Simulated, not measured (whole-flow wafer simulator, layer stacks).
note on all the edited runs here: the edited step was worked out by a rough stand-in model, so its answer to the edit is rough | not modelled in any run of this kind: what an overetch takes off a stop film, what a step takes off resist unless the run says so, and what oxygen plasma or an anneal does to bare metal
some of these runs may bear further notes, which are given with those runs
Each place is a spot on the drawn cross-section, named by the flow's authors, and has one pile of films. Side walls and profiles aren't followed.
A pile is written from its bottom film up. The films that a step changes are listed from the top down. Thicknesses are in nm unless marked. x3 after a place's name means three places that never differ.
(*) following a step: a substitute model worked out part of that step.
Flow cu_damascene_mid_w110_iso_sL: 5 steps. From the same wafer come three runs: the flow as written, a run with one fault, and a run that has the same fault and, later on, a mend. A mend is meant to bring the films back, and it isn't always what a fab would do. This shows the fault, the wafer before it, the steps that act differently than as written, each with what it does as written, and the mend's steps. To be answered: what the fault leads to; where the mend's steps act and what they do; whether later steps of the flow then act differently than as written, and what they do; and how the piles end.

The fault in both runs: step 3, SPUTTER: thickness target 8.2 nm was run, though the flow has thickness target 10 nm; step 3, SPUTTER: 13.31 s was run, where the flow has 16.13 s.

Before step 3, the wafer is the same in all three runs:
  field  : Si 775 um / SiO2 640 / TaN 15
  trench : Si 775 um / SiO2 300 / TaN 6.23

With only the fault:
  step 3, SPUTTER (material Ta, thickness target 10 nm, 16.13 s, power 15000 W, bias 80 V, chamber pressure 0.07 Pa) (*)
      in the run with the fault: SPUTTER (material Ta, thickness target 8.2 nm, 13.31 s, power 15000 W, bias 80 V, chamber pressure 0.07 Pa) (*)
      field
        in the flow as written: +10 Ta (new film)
        in the run with the fault: +8.2 Ta (new film)
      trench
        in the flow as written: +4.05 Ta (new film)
        in the run with the fault: +3.32 Ta (new film)
  Every later step of the flow that is run acts as written, at every place that is followed, to within 2% or 0.5 nm, whichever is larger.
  The piles end different from the flow's at field, trench by more than 2% or 0.5 nm, whichever is larger.
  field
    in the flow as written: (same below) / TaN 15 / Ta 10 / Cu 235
    in the run with the fault: (same below) / TaN 15 / Ta 8.2 / Cu 235
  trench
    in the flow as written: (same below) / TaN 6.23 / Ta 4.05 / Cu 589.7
    in the run with the fault: (same below) / TaN 6.23 / Ta 3.32 / Cu 588.7

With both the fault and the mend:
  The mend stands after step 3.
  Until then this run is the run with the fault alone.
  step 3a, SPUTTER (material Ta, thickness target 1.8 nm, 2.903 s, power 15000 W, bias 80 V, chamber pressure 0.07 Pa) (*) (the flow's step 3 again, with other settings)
      field
        +1.8 Ta
      trench
        +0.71 Ta
  Every later step of the flow that is run acts as written at every place that is followed.
  When the end is reached, the piles differ only a little from the flow's at the places that both follow, at most by 2% or 0.5 nm, whichever is larger.
